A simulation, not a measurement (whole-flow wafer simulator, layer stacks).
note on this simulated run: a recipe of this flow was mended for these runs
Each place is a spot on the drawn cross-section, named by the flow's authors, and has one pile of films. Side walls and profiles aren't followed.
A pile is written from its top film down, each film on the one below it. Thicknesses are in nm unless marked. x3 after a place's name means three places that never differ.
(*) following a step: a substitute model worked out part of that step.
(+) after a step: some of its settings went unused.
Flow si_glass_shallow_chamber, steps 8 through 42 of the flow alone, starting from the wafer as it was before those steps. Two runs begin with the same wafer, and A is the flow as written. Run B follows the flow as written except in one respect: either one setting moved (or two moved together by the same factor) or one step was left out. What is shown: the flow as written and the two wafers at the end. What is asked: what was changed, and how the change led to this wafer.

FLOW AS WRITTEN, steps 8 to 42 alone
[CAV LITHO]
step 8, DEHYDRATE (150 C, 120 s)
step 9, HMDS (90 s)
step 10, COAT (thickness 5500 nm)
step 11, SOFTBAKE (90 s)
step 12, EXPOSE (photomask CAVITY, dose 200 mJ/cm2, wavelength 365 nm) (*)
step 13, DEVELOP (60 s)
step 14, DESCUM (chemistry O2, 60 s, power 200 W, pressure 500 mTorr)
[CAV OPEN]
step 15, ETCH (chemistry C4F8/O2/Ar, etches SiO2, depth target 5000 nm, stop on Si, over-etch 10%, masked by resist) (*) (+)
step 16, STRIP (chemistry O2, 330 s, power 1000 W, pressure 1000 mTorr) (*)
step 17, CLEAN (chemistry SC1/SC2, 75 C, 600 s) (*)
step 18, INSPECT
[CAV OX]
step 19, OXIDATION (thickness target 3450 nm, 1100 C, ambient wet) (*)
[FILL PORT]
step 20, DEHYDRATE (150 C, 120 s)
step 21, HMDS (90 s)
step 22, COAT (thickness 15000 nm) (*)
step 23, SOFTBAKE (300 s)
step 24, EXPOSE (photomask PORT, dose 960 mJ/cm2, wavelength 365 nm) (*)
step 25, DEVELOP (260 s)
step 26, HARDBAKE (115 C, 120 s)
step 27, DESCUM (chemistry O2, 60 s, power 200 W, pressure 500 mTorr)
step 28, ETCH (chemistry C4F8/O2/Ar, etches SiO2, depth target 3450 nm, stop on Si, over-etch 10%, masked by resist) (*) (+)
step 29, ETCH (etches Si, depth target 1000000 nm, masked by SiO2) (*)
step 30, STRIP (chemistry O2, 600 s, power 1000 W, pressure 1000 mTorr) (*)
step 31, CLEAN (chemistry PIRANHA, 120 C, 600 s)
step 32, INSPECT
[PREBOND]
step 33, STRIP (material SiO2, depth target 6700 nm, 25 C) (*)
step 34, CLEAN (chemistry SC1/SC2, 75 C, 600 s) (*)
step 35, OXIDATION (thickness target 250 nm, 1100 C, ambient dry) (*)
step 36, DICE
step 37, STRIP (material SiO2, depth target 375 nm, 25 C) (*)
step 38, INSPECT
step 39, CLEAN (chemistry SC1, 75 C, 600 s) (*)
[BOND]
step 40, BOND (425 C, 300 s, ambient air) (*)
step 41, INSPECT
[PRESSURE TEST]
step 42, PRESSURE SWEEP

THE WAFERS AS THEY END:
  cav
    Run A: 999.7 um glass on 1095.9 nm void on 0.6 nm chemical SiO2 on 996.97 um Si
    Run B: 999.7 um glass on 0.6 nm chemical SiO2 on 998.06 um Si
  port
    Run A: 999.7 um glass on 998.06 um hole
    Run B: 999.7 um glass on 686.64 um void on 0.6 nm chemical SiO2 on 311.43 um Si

What caused this: step 15, ETCH: chemistry C4F8/O2/Ar, etches SiO2, depth target 5000 nm, stop on Si, over-etch 10%, masked by resist (*) (+), was not run.

How this came from the change, step by step:
  step 16, STRIP (chemistry O2, 330 s, power 1000 W, pressure 1000 mTorr) (*)
      cav, port: A +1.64 chemical SiO2 (new film), -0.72 Si | B nothing
      rim, ramp, septum, ring: A -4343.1 thick-i-line-resist (all of it) | B -5443.1 thick-i-line-resist (all of it)
  step 17, CLEAN (chemistry SC1/SC2, 75 C, 600 s) (*)
      cav, port: A -1.04 chemical SiO2, -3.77 Si | B -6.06 SiO2
  step 19, OXIDATION (thickness target 3450 nm, 1100 C, ambient wet) (*)
      cav, port: A +3450 SiO2 (new film), -0.6 chemical SiO2 (all of it), -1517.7 Si | B +1110.9 SiO2, -488.8 Si
  step 22, COAT (thickness 15000 nm) (*)
      rim: A +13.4 um thick-i-line-resist (new film) | B +15 um thick-i-line-resist (new film)
      ramp: A +12.89 um thick-i-line-resist (new film) | B +15 um thick-i-line-resist (new film)
      (as well as at 4 more places)
  step 23, SOFTBAKE (300 s)
      rim: A -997 thick-i-line-resist | B nothing
      ramp: A -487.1 thick-i-line-resist | B nothing
      (as well as at 4 more places)
  step 25, DEVELOP (260 s)
      port: A -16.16 um thick-i-line-resist (all of it) | B -15 um thick-i-line-resist (all of it)
  step 26, HARDBAKE (115 C, 120 s)
      rim, ramp: A -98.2 thick-i-line-resist | B -131.3 thick-i-line-resist
      cav: A -147.1 thick-i-line-resist | B -131.3 thick-i-line-resist
  step 28, ETCH (chemistry C4F8/O2/Ar, etches SiO2, depth target 3450 nm, stop on Si, over-etch 10%, masked by resist) (*) (+)
      port: A -3450 SiO2 (all of it), -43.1 Si | B -3795 SiO2
  step 29, ETCH (etches Si, depth target 1000000 nm, masked by SiO2) (*)
      cav: A -14.51 um thick-i-line-resist | B -14.04 um thick-i-line-resist (all of it), -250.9 SiO2
      port: A +997.05 um hole (new film), -997.05 um Si (all of it) | B -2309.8 SiO2 (all of it), -686.64 um Si
      (as well as at 4 more places)
  step 30, STRIP (chemistry O2, 600 s, power 1000 W, pressure 1000 mTorr) (*)
      cav: A -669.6 thick-i-line-resist (all of it) | B nothing
      port: A nothing | B +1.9 chemical SiO2 (new film), -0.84 Si
  step 33, STRIP (material SiO2, depth target 6700 nm, 25 C) (*)
      port: A nothing | B -1.9 chemical SiO2 (all of it)
      rim, ramp: A -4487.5 SiO2 (all of it) | B -5853.9 SiO2 (all of it)
      (as well as at 2 more places)
  step 34, CLEAN (chemistry SC1/SC2, 75 C, 600 s) (*)
      port: A nothing | B +0.6 chemical SiO2 (new film), -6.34 Si
  step 35, OXIDATION (thickness target 250 nm, 1100 C, ambient dry) (*)
      port: A nothing | B +250 SiO2 (new film), -0.6 chemical SiO2 (all of it), -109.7 Si
  step 37, STRIP (material SiO2, depth target 375 nm, 25 C) (*)
      port: A nothing | B -250 SiO2 (all of it)
  step 39, CLEAN (chemistry SC1, 75 C, 600 s) (*)
      port: A nothing | B +0.6 chemical SiO2 (new film), -6.34 Si
  step 40, BOND (425 C, 300 s, ambient air) (*)
      cav: A +999.7 um glass (new film), +1095.9 void (new film) | B +999.7 um glass (new film)
      port: A +999.7 um glass (new film), +1017.3 hole | B +999.7 um glass (new film), +686.64 um void (new film)
